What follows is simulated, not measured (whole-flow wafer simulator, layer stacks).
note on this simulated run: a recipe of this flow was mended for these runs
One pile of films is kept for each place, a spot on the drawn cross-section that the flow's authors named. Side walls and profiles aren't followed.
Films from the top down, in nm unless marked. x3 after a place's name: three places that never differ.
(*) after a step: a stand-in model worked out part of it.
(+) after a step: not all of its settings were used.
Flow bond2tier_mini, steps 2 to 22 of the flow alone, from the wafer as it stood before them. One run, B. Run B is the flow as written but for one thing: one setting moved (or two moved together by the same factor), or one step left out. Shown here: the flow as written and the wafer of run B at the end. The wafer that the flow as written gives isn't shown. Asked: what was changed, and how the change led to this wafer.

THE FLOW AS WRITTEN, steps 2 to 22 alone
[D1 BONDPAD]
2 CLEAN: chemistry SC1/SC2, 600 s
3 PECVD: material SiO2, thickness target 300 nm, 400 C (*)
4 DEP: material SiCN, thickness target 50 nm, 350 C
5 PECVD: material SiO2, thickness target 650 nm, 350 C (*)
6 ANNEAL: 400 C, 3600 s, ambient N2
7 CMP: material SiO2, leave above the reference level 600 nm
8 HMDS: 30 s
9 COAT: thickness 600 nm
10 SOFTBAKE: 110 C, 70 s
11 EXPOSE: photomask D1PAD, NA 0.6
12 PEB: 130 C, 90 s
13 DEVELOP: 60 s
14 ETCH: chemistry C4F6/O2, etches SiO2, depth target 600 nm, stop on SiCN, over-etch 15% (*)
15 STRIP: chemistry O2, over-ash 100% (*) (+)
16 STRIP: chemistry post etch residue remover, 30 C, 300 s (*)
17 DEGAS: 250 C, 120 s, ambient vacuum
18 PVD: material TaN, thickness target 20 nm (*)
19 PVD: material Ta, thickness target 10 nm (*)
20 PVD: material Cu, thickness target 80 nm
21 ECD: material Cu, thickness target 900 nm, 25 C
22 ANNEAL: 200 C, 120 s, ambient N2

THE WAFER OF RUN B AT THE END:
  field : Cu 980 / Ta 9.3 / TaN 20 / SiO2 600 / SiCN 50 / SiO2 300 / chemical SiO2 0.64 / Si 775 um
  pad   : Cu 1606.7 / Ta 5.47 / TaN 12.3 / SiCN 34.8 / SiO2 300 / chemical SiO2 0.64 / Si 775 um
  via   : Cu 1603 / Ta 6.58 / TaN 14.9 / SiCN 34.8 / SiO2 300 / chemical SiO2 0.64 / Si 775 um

The cause: step 19, PVD: thickness target 9.3 nm was run, where the flow has thickness target 10 nm.
It can be read off the wafer: field has Ta 9.3, and step 19 as written asks for 10 nm.

How the change led to this, step by step:
  19 PVD: material Ta, thickness target 10 nm (*)
      field: Ta +9.3 (new film) (as written it would be: Ta +10 (new film))
